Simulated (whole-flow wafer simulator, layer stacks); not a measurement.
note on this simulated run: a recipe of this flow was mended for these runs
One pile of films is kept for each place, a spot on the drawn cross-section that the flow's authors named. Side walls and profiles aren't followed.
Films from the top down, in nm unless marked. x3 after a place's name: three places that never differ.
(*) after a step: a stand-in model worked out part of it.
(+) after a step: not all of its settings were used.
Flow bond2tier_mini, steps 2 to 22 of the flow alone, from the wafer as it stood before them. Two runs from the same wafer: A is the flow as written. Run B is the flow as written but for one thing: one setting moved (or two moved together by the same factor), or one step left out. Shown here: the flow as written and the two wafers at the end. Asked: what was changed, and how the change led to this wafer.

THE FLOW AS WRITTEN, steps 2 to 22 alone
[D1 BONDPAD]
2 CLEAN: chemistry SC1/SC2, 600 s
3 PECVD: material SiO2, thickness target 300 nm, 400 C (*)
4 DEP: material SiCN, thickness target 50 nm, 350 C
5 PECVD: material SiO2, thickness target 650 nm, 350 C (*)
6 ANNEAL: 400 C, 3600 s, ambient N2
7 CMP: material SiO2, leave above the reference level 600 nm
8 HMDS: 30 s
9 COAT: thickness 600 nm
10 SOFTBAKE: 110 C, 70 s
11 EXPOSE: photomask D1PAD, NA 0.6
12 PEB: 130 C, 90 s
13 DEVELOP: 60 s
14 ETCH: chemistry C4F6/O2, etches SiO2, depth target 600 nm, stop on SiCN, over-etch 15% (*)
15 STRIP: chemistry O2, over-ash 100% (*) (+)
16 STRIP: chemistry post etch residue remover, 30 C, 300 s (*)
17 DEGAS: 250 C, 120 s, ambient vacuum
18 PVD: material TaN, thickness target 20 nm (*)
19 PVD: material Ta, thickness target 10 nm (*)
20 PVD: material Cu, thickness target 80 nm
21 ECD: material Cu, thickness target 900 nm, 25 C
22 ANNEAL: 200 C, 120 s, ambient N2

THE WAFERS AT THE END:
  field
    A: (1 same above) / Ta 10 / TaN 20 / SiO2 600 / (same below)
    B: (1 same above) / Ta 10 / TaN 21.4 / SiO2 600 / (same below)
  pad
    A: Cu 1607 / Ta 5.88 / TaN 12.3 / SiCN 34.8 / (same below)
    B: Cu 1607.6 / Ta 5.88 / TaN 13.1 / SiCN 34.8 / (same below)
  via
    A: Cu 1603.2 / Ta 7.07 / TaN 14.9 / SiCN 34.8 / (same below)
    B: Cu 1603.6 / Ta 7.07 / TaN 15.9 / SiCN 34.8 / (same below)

The cause: step 18, PVD: thickness target 21.4 nm was run, where the flow has thickness target 20 nm.
It can be read off the wafer: field has TaN 21.4, and step 18 as written asks for 20 nm.

How the change led to this, step by step:
  18 PVD: material TaN, thickness target 20 nm (*)
      field: A TaN +20 (new film) | B TaN +21.4 (new film)
      pad: A TaN +12.3 (new film) | B TaN +13.1 (new film)
      (and at 1 more place)
